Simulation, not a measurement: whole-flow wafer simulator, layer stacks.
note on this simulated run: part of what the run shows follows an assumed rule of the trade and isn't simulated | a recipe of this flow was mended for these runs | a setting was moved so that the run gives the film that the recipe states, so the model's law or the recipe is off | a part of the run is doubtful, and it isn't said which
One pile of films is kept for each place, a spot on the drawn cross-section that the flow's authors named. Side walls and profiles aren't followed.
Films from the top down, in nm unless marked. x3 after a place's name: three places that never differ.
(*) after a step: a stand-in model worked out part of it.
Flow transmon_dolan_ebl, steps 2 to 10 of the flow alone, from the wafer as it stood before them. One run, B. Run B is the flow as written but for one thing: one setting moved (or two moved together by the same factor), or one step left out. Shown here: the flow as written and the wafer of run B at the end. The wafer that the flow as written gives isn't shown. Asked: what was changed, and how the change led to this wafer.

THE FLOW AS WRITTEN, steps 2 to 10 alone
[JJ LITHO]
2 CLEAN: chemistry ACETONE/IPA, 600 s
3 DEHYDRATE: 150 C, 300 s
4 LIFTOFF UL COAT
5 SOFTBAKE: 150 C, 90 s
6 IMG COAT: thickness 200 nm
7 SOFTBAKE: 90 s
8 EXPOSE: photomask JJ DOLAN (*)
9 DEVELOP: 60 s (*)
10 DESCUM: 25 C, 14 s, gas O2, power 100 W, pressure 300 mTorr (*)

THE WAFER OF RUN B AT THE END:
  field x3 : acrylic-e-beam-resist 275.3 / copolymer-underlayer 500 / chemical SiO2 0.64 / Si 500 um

The cause: step 6, IMG COAT: thickness 290 nm was run, where the flow has thickness 200 nm.

How the change led to this, step by step:
  6 IMG COAT: thickness 200 nm
      field x3, jj_line: acrylic-e-beam-resist +290 (new film) (as written it would be: acrylic-e-beam-resist +200 (new film))
  9 DEVELOP: 60 s (*)
      jj_line: acrylic-e-beam-resist -290 (all of it), copolymer-underlayer -500 (all of it) (as written it would be: acrylic-e-beam-resist -200 (all of it), copolymer-underlayer -500 (all of it))
